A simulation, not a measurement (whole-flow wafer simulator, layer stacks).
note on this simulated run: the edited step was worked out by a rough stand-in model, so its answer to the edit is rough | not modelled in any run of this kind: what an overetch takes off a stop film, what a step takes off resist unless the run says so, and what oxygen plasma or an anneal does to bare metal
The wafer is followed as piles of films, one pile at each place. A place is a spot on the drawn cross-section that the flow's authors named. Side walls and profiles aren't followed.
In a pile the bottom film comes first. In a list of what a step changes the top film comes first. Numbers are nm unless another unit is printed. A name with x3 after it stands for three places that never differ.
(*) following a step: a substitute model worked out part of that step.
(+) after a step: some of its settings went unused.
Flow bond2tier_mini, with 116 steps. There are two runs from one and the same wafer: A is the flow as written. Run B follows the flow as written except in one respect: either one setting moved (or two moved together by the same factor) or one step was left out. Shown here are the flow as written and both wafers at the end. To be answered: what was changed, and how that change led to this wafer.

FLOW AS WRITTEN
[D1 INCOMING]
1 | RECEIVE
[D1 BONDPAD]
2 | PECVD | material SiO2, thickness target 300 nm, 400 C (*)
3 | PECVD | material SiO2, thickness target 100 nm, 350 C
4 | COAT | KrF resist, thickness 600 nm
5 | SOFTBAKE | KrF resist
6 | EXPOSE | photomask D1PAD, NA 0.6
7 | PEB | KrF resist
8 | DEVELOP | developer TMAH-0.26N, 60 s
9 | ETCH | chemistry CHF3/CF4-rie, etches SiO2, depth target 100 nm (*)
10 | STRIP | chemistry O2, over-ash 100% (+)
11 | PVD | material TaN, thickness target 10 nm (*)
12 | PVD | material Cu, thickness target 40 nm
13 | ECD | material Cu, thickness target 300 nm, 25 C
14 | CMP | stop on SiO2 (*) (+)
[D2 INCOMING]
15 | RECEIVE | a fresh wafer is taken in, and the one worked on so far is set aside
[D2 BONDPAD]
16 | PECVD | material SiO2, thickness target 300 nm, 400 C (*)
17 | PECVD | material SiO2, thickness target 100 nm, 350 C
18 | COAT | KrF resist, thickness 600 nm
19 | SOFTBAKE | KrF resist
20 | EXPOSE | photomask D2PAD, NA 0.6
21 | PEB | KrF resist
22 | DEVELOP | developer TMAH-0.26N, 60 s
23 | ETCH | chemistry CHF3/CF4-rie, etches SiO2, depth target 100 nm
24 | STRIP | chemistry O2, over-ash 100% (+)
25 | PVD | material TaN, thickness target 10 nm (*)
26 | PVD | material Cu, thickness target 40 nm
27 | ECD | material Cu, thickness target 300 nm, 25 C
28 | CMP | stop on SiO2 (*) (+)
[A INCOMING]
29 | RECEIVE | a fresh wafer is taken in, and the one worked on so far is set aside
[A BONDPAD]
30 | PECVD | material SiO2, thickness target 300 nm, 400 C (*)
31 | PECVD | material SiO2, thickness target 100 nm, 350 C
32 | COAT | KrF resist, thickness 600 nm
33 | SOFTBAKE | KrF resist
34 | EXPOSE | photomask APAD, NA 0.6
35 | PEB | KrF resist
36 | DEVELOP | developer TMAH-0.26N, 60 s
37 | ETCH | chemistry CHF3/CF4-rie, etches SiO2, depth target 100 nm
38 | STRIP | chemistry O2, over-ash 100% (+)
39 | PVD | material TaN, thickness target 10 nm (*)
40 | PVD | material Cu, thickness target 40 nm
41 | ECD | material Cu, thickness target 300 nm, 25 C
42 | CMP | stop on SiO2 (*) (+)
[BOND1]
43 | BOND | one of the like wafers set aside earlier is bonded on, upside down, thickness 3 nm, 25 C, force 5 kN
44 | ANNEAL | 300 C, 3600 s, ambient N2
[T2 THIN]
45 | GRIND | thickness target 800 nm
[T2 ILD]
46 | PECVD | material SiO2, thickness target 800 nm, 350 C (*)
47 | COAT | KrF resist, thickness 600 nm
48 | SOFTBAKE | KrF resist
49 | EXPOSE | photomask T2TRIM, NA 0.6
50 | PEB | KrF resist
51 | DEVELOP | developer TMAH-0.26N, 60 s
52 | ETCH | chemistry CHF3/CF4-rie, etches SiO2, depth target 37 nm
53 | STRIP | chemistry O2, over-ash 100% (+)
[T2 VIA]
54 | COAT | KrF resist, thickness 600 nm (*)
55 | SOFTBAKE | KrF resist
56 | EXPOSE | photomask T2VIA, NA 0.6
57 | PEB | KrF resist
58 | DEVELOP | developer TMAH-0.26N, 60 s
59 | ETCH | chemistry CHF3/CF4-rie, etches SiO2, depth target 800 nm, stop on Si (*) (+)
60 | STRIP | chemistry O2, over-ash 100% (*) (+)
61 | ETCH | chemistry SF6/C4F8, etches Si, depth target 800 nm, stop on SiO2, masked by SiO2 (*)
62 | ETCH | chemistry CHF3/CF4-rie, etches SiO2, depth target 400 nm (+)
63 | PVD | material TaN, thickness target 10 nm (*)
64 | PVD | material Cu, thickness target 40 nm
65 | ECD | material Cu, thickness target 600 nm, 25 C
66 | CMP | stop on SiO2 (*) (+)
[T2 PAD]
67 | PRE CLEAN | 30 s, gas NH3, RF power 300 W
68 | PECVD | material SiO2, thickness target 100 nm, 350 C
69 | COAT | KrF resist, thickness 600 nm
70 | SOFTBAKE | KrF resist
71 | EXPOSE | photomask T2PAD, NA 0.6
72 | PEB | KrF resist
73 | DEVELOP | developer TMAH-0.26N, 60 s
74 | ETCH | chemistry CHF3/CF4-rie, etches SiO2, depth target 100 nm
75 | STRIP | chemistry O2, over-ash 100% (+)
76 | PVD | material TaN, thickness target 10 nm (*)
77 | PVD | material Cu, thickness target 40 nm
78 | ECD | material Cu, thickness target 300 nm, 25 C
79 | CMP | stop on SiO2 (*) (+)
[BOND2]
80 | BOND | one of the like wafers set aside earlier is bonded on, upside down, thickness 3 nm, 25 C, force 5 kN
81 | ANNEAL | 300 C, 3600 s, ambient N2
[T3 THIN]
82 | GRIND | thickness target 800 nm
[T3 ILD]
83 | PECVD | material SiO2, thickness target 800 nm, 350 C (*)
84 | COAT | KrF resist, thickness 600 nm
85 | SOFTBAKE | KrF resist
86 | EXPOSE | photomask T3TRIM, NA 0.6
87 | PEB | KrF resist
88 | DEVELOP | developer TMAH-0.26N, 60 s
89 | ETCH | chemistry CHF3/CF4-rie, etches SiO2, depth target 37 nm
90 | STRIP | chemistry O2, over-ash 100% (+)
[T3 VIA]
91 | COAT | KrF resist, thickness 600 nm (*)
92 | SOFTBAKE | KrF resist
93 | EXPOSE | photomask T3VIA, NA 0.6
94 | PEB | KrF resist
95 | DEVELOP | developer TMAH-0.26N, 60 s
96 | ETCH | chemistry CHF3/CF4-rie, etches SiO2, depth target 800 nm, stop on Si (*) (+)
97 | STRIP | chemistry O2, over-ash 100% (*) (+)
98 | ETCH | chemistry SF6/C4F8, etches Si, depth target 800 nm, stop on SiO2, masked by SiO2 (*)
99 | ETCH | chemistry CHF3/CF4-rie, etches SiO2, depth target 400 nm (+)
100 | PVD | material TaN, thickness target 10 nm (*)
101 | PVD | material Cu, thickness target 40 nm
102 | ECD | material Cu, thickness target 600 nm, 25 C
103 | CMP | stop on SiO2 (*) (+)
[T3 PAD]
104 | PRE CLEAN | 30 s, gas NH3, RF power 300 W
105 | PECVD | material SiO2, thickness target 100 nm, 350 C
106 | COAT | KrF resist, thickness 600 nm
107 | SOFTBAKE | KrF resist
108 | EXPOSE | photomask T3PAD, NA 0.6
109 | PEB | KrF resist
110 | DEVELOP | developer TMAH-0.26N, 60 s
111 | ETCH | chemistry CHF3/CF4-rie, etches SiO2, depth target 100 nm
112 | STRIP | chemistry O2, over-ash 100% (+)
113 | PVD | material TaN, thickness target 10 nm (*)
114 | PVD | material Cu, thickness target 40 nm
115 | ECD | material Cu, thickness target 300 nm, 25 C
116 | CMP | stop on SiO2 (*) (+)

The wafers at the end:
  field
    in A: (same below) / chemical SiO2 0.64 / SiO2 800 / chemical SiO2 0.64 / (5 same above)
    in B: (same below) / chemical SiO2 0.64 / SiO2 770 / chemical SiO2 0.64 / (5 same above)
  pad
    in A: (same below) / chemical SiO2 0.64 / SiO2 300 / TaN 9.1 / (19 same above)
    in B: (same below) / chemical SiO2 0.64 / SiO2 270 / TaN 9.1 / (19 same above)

The reason: step 30, PECVD: thickness target 270 nm was run, whereas the flow has thickness target 300 nm.
The wafer lets one read it off: pad has SiO2 270, and step 30 as written asks for 300 nm.

The path from the change to this, step by step:
  30 | PECVD | material SiO2, thickness target 300 nm, 400 C (*)
      field, pad, via: A +300 SiO2 (new film) | B +270 SiO2 (new film)
